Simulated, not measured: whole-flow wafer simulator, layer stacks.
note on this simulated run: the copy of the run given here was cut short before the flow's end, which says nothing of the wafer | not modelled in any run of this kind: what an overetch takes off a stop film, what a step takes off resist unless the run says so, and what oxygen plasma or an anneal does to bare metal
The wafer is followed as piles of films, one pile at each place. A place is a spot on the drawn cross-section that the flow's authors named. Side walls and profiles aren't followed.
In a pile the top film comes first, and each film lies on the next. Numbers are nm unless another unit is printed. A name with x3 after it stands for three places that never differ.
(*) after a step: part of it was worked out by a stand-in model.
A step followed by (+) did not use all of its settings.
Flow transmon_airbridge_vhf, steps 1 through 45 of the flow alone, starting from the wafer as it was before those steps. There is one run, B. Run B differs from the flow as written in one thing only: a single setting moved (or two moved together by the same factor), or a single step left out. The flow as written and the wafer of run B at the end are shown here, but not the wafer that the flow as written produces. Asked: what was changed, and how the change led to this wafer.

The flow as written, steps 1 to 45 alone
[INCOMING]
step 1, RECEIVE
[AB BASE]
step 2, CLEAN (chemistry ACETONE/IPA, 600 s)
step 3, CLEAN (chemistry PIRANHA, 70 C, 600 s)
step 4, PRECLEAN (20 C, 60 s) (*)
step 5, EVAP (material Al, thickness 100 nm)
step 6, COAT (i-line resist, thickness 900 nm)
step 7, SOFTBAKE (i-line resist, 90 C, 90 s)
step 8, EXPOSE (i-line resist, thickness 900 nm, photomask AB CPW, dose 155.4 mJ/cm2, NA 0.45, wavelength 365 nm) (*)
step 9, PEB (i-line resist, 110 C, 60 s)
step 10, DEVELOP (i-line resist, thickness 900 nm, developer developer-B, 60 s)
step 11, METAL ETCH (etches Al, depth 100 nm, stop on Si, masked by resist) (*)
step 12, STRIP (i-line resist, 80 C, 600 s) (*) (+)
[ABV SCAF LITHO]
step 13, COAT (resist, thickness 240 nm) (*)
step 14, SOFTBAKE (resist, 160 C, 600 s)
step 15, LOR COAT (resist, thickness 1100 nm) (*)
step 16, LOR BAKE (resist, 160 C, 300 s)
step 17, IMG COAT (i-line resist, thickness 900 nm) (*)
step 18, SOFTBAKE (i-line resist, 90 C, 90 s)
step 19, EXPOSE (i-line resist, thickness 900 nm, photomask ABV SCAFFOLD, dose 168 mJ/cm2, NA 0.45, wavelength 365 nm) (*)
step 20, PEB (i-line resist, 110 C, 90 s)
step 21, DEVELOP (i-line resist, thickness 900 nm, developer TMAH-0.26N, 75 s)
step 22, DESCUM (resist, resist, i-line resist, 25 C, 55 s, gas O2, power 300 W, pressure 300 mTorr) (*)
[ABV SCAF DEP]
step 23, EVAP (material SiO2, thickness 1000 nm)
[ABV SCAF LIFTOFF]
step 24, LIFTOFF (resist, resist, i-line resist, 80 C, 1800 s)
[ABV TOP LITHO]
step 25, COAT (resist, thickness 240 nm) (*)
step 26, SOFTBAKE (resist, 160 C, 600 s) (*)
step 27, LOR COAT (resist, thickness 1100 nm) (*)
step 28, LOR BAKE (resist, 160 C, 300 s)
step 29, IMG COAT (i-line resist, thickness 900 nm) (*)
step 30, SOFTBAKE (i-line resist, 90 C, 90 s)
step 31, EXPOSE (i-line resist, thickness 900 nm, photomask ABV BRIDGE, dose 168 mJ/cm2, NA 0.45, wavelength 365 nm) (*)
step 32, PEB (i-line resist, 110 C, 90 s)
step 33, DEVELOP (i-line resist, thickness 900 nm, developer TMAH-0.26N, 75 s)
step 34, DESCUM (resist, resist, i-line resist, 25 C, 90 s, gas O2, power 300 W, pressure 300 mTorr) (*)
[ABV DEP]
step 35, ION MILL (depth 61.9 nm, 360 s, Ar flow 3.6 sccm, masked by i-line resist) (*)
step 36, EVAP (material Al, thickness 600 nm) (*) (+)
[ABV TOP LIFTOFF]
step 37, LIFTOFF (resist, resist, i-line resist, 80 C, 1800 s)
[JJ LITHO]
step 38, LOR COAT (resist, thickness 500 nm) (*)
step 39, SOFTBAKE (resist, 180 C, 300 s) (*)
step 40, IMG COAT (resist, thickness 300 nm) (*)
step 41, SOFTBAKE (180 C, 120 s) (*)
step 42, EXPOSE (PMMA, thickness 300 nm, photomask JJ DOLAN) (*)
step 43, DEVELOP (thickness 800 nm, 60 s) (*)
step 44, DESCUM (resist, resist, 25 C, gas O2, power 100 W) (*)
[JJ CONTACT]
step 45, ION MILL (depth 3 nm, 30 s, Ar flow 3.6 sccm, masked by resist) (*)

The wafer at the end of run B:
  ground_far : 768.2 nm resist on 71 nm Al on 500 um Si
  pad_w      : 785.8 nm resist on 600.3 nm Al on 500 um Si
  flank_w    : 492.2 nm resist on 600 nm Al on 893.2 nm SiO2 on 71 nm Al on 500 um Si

The reason: step 5, EVAP: thickness 71 nm was run, whereas the flow has thickness 100 nm.
The wafer itself shows it: ground_far has Al 71, and step 5 as written asks for 100 nm.

The path from the change to this, step by step:
  step 5, EVAP (material Al, thickness 100 nm)
      field x3, jj_line, ground_far and 12 more: Al gains 71 (new film) (it would be, as written: Al gains 100 (new film))
  step 11, METAL ETCH (etches Al, depth 100 nm, stop on Si, masked by resist) (*)
      field x3, jj_line, gap_w, gap_e: Al loses 71 (all of it) (it would be, as written: Al loses 100 (all of it))
  step 13, COAT (resist, thickness 240 nm) (*)
      flank_w, flank_e: resist gains 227 (new film) (it would be, as written: resist gains 222.3 (new film))
  step 22, DESCUM (resist, resist, i-line resist, 25 C, 55 s, gas O2, power 300 W, pressure 300 mTorr) (*)
      flank_w, flank_e: resist loses 227 (all of it) (it would be, as written: resist loses 222.3 (all of it))
